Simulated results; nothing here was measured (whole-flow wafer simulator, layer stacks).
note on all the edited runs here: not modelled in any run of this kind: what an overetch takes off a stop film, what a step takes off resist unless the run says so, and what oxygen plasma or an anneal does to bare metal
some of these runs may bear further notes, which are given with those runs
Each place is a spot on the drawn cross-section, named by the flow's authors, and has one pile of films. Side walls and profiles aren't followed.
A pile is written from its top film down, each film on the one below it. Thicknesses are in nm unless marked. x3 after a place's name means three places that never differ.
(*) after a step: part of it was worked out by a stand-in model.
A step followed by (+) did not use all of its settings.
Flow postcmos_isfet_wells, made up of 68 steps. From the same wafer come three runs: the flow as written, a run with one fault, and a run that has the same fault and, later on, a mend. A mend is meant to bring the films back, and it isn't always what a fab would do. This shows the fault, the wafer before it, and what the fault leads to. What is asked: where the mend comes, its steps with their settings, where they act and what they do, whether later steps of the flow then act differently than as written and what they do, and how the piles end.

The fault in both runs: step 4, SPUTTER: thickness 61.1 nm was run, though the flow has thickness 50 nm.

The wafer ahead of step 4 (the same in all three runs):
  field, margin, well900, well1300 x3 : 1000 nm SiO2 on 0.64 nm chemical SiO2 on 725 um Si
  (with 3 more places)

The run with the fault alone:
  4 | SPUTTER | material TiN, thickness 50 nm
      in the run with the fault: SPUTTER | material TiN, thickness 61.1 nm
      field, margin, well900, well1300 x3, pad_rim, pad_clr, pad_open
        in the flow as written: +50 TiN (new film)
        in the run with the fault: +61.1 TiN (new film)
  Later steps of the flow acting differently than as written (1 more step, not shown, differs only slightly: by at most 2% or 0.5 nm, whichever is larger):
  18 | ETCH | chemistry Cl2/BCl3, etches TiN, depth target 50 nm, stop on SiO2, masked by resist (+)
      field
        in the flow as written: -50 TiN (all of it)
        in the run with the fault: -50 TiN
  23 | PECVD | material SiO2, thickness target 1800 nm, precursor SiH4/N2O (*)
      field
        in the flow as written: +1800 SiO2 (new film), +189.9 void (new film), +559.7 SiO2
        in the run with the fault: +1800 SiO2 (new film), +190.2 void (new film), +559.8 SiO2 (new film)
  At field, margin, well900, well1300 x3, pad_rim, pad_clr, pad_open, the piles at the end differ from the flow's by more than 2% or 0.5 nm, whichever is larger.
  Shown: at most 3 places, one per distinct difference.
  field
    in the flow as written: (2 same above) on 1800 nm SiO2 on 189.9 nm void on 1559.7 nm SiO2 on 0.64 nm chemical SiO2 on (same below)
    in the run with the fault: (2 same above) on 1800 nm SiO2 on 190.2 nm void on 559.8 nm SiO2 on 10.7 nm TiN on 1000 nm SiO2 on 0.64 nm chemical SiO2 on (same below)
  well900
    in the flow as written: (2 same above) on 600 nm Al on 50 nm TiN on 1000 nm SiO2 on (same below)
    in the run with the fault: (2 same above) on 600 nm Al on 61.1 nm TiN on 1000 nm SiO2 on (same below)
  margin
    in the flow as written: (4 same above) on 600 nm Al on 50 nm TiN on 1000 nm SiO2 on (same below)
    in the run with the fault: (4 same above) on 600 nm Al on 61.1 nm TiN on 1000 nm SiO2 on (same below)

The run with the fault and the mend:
  The mend follows step 4.
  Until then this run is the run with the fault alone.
  4a | ETCH | chemistry peroxide tin strip, depth target 70.26 nm
      field, margin, well900, well1300 x3, pad_rim, pad_clr, pad_open
        -61.1 TiN (all of it)
  4b | SPUTTER | material TiN, thickness 50 nm (the flow's step 4, run once more)
      field, margin, well900, well1300 x3, pad_rim, pad_clr, pad_open
        +50 TiN (new film)
  Later steps of the flow that are run all act as written at every place that is followed.
  The piles end the same as the flow's at every place that both follow.
